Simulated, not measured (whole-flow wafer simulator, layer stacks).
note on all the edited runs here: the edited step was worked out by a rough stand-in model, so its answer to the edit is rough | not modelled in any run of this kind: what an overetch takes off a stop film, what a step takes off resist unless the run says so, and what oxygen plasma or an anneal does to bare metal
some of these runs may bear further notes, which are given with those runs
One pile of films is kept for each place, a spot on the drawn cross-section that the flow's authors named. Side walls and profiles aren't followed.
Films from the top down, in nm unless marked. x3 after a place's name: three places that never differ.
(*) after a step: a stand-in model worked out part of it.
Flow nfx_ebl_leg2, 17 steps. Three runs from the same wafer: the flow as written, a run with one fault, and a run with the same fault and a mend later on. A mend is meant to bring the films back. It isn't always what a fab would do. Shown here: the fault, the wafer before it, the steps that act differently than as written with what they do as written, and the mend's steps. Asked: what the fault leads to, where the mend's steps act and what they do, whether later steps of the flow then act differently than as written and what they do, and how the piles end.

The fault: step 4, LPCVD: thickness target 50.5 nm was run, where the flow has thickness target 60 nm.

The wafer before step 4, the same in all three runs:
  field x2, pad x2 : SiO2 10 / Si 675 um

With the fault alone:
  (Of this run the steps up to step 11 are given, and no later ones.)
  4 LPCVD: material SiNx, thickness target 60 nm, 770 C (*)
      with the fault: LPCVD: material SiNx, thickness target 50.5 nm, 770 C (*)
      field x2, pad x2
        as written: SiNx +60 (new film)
        with the fault: SiNx +50.5 (new film)
  No later step of the flow up to step 11 acts differently than as written at any place that is followed.
  After step 11 the piles differ from the flow's by more than 2% or 0.5 nm, whichever is larger, at field x2, pad x2.
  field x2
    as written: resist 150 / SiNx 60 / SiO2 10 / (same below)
    with the fault: resist 150 / SiNx 50.5 / SiO2 10 / (same below)
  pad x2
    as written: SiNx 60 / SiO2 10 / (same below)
    with the fault: SiNx 50.5 / SiO2 10 / (same below)

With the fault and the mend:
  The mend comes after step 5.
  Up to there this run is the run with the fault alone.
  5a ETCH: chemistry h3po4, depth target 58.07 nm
      field x2, pad x2
        SiNx -50.5 (all of it)
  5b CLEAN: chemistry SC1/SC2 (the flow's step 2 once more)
      changes no film at any place that is followed
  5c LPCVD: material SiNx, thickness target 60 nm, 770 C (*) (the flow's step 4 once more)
      field x2, pad x2
        SiNx +60 (new film)
  No later step of the flow acts differently than as written at any place that is followed.
  At the end the piles are the same as the flow's at every place that both follow.
